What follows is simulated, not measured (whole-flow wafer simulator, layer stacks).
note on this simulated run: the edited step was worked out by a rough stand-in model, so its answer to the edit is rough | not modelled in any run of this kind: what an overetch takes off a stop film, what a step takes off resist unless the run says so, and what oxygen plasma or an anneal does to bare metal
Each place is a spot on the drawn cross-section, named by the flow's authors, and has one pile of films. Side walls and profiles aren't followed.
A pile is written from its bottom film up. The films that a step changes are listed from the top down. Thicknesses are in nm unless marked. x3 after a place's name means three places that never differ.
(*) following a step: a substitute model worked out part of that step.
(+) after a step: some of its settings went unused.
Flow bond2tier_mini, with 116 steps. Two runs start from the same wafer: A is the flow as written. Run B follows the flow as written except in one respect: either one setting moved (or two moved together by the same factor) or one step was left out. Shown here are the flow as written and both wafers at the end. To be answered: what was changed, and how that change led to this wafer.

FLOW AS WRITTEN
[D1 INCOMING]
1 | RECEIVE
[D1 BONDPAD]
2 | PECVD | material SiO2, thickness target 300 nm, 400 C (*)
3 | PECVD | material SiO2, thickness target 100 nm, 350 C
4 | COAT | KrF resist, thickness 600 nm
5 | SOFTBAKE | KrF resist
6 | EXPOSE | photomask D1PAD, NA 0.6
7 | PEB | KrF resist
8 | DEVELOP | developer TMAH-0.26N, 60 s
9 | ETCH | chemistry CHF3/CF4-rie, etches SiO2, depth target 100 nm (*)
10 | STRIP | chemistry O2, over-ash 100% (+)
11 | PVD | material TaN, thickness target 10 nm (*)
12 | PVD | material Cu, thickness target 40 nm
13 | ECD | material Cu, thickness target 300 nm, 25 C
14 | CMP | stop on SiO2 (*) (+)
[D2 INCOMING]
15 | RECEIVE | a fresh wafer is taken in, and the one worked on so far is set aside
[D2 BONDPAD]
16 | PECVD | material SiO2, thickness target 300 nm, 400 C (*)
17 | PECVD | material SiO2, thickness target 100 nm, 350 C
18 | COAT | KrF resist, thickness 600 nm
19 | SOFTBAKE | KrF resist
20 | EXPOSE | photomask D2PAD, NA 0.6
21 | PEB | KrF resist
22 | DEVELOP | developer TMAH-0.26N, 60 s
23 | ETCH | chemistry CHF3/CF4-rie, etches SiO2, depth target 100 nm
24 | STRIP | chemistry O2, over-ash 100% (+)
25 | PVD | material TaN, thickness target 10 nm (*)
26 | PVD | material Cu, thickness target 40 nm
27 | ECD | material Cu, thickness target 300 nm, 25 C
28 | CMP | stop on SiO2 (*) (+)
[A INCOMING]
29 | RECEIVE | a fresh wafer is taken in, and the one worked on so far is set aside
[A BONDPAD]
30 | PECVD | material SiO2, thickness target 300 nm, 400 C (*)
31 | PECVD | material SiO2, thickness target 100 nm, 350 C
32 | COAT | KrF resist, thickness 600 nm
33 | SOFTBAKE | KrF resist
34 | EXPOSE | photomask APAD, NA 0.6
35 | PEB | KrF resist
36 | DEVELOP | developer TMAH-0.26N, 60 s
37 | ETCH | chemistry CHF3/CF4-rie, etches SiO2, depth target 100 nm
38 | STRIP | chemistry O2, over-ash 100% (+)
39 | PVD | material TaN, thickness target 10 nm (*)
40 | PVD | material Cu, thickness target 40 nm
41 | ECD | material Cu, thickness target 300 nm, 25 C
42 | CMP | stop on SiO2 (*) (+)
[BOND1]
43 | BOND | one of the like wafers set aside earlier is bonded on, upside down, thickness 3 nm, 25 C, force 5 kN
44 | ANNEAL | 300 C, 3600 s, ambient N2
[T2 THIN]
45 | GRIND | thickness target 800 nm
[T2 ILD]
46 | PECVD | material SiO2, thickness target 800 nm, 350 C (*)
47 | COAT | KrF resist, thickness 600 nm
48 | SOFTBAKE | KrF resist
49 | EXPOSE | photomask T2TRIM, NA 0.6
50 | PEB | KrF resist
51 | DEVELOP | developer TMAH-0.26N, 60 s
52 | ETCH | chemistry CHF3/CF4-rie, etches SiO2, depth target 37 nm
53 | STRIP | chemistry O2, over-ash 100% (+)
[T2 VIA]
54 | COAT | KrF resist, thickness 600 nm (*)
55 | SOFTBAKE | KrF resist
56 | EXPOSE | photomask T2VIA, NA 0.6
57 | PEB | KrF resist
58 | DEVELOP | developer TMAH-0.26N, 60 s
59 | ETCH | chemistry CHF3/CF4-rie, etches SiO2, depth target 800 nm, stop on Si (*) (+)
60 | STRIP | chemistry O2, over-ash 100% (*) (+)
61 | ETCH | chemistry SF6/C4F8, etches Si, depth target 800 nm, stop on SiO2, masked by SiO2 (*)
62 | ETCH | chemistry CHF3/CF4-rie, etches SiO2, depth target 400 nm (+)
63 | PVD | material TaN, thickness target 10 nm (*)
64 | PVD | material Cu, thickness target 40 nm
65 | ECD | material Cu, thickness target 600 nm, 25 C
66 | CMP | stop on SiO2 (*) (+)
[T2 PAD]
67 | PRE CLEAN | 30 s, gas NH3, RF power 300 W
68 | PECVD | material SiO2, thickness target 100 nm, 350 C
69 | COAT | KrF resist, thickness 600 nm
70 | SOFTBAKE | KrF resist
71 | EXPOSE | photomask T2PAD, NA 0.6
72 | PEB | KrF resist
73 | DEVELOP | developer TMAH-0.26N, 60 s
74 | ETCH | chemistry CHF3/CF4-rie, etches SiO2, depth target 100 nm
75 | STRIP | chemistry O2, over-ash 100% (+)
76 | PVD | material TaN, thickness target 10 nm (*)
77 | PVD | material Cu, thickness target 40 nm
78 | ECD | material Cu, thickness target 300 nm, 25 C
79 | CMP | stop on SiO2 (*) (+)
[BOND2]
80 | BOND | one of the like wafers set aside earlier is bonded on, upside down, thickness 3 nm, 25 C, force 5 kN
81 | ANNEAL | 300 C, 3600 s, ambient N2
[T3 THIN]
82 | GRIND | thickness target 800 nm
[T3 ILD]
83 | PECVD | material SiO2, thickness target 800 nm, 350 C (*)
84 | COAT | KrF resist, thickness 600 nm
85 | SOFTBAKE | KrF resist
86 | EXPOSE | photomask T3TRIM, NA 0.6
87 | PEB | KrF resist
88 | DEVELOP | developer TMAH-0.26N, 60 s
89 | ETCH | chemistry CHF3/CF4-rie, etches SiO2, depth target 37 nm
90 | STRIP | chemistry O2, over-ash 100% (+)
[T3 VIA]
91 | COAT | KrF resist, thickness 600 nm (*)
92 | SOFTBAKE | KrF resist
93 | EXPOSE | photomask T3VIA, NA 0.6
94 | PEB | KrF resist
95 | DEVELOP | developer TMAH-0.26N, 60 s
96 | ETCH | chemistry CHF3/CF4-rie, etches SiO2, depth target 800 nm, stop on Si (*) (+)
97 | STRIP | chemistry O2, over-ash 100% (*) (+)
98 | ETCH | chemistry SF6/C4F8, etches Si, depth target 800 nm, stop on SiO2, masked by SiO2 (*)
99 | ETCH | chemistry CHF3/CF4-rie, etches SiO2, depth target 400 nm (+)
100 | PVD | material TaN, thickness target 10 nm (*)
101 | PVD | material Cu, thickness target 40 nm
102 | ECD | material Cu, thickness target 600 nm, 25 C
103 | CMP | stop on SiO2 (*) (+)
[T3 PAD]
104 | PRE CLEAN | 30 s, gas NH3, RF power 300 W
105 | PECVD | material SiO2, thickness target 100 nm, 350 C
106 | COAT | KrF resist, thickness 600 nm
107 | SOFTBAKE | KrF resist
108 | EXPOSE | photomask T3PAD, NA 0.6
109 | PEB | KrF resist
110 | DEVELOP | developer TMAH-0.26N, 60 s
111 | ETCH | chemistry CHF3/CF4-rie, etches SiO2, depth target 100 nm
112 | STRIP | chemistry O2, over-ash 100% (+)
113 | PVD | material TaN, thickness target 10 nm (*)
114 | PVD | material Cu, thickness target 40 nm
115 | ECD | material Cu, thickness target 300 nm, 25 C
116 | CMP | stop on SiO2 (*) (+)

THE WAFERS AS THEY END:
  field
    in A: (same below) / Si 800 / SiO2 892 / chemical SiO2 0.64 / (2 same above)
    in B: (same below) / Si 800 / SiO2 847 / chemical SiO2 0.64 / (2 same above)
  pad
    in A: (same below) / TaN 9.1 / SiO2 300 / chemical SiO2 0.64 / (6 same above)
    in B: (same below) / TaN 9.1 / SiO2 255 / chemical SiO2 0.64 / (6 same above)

The reason: step 16, PECVD: thickness target 255 nm was run, whereas the flow has thickness target 300 nm.
The wafer lets one read it off: pad has SiO2 255, and step 16 as written asks for 300 nm.

Step by step, how the change led to this:
  16 | PECVD | material SiO2, thickness target 300 nm, 400 C (*)
      field, pad, via: A SiO2 gains 300 (new film) | B SiO2 gains 255 (new film)
  80 | BOND | one of the like wafers set aside earlier is bonded on, upside down, thickness 3 nm, 25 C, force 5 kN
      field: A Si gains 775 um (new film), chemical SiO2 gains 0.64 (new film), SiO2 gains 400 | B Si gains 775 um (new film), chemical SiO2 gains 0.64 (new film), SiO2 gains 355
      pad: A Si gains 775 um (new film), chemical SiO2 gains 0.64 (new film), SiO2 gains 300 (new film), TaN gains 9.1 (new film), Cu gains 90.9 | B Si gains 775 um (new film), chemical SiO2 gains 0.64 (new film), SiO2 gains 255 (new film), TaN gains 9.1 (new film), Cu gains 90.9
